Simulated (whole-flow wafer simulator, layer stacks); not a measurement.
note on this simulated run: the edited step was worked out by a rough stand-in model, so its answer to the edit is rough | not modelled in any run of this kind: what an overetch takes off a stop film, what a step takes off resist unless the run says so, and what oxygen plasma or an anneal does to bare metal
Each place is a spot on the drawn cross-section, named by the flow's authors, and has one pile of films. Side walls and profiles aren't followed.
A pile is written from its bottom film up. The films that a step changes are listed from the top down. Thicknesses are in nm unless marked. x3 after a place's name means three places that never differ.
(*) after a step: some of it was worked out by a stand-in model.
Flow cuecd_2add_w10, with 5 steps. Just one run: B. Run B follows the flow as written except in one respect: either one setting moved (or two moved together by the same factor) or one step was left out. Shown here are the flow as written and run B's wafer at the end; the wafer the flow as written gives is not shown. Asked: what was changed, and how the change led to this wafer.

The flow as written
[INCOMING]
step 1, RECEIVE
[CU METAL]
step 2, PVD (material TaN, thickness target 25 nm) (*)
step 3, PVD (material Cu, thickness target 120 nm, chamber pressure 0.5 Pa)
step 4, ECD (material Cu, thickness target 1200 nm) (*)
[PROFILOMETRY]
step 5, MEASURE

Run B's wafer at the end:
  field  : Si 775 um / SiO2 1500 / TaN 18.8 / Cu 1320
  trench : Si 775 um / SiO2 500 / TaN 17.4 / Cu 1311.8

The reason: step 2, PVD: thickness target 18.8 nm was run, whereas the flow has thickness target 25 nm.
The wafer lets one read it off: field has TaN 18.8, and step 2 as written asks for 25 nm.

Step by step, how the change led to this:
  step 2, PVD (material TaN, thickness target 25 nm) (*)
      field: TaN gains 18.8 (new film) (it would be, as written: TaN gains 25 (new film))
      trench: TaN gains 17.4 (new film) (it would be, as written: TaN gains 23.2 (new film))
